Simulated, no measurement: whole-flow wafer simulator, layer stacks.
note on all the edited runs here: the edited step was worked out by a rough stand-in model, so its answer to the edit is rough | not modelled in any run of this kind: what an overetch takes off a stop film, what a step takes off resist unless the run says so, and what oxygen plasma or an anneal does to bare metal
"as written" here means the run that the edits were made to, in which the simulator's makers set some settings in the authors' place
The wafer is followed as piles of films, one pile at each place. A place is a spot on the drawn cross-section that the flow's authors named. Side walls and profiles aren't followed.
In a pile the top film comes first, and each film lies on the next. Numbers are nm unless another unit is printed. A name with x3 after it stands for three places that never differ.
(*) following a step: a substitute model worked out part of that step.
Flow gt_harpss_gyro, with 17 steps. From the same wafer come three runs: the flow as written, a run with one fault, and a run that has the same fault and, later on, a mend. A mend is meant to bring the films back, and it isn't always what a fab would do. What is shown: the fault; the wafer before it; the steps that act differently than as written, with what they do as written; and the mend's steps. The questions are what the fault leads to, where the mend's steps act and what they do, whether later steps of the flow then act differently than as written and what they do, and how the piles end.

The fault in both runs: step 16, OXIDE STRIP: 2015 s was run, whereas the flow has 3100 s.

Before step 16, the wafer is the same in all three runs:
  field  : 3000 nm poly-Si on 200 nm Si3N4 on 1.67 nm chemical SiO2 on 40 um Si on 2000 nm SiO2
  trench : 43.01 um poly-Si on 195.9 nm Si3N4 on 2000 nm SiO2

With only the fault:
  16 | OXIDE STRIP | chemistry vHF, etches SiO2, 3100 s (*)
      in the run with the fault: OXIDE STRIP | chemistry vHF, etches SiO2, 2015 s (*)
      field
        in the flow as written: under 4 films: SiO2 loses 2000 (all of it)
        in the run with the fault: under 4 films: SiO2 loses 1563.1
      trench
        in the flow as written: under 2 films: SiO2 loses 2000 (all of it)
        in the run with the fault: under 2 films: SiO2 loses 1563.1
  Later steps of the flow that are run all act as written at every place that is followed.
  By the end, the piles at field, trench depart from the flow's by more than 2% or 0.5 nm, whichever is larger.
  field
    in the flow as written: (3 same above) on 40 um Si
    in the run with the fault: (3 same above) on 40 um Si on 436.9 nm SiO2
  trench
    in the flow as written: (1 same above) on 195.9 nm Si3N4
    in the run with the fault: (1 same above) on 195.9 nm Si3N4 on 436.9 nm SiO2

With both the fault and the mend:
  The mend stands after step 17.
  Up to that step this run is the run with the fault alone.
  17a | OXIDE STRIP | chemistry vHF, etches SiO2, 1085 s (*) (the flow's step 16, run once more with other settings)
      field
        under 4 films: SiO2 loses 436.9 (all of it)
      trench
        under 2 films: SiO2 loses 436.9 (all of it)
  Later steps of the flow that are run all act as written at every place that is followed.
  By the end, the piles equal the flow's at every place that both follow.
